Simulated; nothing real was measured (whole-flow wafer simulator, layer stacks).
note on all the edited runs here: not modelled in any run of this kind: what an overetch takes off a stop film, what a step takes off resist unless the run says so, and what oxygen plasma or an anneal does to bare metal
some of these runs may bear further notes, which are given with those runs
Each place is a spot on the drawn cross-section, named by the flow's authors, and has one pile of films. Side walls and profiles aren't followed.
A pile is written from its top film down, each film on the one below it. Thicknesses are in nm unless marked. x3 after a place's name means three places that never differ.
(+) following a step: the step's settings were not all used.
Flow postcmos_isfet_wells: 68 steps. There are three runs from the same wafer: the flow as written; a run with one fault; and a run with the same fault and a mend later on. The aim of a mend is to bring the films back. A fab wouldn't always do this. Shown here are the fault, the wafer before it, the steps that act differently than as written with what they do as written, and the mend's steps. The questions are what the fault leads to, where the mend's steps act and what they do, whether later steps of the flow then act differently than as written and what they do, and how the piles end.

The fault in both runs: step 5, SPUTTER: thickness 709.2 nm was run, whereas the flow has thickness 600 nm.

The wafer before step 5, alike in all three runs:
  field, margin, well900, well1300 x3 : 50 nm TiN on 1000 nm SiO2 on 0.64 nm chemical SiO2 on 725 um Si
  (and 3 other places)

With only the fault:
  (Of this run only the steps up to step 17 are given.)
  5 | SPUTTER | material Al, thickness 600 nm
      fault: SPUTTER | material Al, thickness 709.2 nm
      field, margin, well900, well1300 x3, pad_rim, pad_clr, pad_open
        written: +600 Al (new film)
        fault: +709.2 Al (new film)
  Steps later in the flow that act otherwise than as written:
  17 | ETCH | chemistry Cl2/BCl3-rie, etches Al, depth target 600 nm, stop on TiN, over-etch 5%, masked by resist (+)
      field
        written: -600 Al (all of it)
        fault: -600 Al
  Once step 17 is done, the piles at field, margin, well900, well1300 x3, pad_rim, pad_clr, pad_open depart from the flow's by more than 2% or 0.5 nm, whichever is larger.
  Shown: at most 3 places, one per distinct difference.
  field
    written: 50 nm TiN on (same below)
    fault: 109.2 nm Al on 50 nm TiN on (same below)
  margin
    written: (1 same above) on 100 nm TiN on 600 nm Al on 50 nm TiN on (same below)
    fault: (1 same above) on 100 nm TiN on 709.2 nm Al on 50 nm TiN on (same below)

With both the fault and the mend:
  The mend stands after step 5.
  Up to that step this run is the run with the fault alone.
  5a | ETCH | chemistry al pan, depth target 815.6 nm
      field, margin, well900, well1300 x3, pad_rim, pad_clr, pad_open
        -709.2 Al (all of it)
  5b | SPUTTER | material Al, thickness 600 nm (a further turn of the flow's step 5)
      field, margin, well900, well1300 x3, pad_rim, pad_clr, pad_open
        +600 Al (new film)
  Later steps of the flow that are run all act as written at every place that is followed.
  At every place that both follow, the piles at the end match the flow's.
